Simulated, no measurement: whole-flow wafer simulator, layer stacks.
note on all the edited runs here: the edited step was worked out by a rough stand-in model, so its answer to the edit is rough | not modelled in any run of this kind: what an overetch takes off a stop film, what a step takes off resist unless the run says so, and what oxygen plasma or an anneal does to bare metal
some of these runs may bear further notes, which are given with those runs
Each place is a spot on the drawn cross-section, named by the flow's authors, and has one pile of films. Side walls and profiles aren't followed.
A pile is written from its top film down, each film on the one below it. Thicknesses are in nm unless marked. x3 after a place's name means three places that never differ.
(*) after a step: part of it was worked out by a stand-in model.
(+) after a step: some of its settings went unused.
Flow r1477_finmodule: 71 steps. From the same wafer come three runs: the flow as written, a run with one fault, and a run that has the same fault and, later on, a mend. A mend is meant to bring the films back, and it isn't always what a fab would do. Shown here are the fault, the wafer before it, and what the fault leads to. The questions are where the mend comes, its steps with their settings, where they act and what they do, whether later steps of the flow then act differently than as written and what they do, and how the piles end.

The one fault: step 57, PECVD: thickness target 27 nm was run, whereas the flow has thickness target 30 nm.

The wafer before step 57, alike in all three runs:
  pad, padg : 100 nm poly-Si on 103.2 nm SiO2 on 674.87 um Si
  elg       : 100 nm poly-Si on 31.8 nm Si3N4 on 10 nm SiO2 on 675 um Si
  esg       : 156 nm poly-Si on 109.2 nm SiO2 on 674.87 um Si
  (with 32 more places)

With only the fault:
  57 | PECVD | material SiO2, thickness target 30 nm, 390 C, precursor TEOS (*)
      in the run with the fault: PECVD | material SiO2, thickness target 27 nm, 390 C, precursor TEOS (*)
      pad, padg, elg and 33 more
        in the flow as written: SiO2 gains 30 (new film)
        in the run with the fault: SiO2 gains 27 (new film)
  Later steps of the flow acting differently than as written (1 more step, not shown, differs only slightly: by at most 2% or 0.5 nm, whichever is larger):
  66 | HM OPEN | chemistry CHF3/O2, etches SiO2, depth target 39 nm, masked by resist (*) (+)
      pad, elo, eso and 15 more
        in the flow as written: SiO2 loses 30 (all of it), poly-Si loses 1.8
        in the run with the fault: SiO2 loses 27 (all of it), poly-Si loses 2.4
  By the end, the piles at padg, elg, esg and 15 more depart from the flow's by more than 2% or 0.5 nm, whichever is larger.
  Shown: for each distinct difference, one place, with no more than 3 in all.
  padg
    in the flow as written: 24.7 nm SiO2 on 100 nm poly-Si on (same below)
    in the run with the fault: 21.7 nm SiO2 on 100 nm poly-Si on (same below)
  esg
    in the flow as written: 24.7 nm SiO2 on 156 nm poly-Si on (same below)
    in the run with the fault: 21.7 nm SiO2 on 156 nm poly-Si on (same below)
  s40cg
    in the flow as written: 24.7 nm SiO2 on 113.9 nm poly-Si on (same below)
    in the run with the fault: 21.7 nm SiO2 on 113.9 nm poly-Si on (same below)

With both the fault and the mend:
  After step 58 comes the mend.
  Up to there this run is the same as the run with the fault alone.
  58a | PECVD | material SiO2, thickness target 3 nm, 390 C, precursor TEOS (*) (the flow's step 57 again, with other settings)
      pad, padg, elg and 33 more
        SiO2 gains 3
  None of the later steps of the flow differs from how it acts as written, at any place that is followed, by more than 2% or 0.5 nm, whichever is larger.
  The piles end the same as the flow's at every place that both follow.
